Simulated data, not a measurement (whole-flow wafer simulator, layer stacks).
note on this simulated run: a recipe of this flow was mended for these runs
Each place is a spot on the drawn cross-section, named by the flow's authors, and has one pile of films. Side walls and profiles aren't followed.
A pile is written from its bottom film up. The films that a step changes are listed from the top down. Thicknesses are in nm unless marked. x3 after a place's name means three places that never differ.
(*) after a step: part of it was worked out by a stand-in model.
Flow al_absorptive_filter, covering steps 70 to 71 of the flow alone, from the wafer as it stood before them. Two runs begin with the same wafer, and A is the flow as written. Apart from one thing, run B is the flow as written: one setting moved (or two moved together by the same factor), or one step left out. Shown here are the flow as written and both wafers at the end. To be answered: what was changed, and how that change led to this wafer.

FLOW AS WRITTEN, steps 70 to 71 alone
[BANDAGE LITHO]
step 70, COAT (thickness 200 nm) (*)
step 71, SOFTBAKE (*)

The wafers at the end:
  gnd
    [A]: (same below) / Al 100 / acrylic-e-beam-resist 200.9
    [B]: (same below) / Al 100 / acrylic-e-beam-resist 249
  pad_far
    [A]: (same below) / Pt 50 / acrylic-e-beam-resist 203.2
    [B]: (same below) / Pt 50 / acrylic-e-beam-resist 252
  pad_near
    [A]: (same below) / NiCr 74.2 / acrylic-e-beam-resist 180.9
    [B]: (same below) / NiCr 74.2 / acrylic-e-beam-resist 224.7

The reason: step 70, COAT: thickness 248 nm was run, while the flow as written has thickness 200 nm.

Step by step, how the change led to this:
  step 70, COAT (thickness 200 nm) (*)
      xa_field, xl_land, idc_field: A +200 acrylic-e-beam-resist (new film) | B +248 acrylic-e-beam-resist (new film)
      gnd: A +200.9 acrylic-e-beam-resist (new film) | B +249 acrylic-e-beam-resist (new film)
      (also at 10 further places)
